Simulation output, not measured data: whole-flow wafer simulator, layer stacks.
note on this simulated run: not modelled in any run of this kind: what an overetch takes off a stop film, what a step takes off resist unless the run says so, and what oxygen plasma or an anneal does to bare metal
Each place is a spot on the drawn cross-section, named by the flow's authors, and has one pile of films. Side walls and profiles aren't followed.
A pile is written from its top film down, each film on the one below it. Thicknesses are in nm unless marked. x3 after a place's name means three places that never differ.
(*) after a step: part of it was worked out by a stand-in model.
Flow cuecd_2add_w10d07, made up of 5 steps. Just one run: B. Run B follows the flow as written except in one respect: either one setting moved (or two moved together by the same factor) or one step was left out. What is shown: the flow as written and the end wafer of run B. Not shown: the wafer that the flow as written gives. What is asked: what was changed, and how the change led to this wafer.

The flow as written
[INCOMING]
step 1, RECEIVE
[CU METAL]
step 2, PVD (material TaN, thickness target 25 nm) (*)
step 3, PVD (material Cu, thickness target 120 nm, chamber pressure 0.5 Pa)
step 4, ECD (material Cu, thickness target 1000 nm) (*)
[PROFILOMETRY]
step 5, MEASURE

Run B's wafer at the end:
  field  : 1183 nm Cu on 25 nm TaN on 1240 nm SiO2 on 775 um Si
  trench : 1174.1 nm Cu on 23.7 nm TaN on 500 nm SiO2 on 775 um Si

The reason: step 3, PVD: thickness target 183 nm was run, though the flow has thickness target 120 nm.

How this came from the change, step by step:
  step 3, PVD (material Cu, thickness target 120 nm, chamber pressure 0.5 Pa)
      field: Cu gains 183 (new film) (it would be, as written: Cu gains 120 (new film))
      trench: Cu gains 174.1 (new film) (it would be, as written: Cu gains 114 (new film))
